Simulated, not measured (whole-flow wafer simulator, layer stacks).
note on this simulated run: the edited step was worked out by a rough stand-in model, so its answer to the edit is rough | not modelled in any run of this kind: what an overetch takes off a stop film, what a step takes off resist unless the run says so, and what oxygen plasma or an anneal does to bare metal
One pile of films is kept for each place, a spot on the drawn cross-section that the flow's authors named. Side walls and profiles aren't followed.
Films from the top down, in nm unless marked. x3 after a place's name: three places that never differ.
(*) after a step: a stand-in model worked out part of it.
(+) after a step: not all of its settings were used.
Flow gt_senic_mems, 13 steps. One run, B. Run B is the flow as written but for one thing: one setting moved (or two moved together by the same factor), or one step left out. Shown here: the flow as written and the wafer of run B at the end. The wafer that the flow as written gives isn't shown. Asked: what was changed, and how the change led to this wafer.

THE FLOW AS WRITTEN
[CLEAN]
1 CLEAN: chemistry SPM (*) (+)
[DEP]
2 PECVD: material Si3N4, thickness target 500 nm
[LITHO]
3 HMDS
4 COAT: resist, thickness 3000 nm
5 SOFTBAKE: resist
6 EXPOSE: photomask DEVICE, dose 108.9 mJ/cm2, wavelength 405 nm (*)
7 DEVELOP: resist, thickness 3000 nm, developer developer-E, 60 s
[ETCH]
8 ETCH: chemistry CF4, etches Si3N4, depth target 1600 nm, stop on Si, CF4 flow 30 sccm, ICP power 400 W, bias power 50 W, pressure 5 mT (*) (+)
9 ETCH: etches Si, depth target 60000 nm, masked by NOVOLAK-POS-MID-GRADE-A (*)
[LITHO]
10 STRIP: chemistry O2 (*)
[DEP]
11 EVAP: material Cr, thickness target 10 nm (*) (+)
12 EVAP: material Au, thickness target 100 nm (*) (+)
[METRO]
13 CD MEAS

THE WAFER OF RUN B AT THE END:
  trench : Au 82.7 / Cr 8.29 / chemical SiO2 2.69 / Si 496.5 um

The cause: step 9, ETCH: depth target 28500 nm was run, where the flow has depth target 60000 nm.

How the change led to this, step by step:
  9 ETCH: etches Si, depth target 60000 nm, masked by NOVOLAK-POS-MID-GRADE-A (*)
      field: resist -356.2 (as written it would be: resist -750)
      trench: Si -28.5 um (as written it would be: Si -60 um)
  10 STRIP: chemistry O2 (*)
      field: resist -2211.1 (all of it) (as written it would be: resist -1817.3 (all of it))
  11 EVAP: material Cr, thickness target 10 nm (*) (+)
      trench: Cr +8.29 (new film) (as written it would be: Cr +6.45 (new film))
  12 EVAP: material Au, thickness target 100 nm (*) (+)
      trench: Au +82.7 (new film) (as written it would be: Au +64.1 (new film))
